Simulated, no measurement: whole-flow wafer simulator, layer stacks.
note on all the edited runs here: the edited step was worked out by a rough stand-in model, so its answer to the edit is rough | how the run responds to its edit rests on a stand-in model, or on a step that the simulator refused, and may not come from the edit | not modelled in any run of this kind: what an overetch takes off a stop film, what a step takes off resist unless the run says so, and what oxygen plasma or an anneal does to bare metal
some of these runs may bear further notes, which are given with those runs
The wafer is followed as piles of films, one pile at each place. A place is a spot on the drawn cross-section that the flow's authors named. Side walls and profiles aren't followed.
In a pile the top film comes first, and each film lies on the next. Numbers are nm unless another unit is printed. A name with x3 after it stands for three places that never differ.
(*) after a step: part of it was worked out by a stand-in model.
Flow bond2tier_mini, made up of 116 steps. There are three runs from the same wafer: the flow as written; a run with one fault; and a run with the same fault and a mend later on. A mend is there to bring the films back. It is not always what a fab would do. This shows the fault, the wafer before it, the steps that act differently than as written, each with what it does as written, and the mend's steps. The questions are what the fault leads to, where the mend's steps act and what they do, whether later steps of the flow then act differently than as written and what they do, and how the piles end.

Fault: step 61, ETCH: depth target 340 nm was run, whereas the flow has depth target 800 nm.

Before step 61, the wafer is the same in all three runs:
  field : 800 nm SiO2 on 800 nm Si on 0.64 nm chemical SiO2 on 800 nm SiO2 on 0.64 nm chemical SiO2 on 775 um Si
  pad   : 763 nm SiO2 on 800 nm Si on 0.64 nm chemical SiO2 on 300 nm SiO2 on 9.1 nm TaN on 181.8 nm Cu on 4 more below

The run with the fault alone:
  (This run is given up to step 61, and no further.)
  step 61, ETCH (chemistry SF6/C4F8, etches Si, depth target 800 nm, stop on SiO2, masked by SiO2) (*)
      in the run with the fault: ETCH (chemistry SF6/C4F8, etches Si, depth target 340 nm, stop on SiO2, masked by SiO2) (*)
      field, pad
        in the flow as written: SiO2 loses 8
        in the run with the fault: SiO2 loses 3.4
  Once step 61 is done, the piles differ only a little from the flow's at the places that both follow, at most by 2% or 0.5 nm, whichever is larger.

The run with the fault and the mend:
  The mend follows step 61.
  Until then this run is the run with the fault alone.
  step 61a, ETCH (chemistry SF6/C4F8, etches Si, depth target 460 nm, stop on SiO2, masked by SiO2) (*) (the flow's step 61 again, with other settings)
      field, pad
        SiO2 loses 4.6
  None of the later steps of the flow acts differently than as written at any place that is followed.
  At every place that both follow, the piles at the end match the flow's.
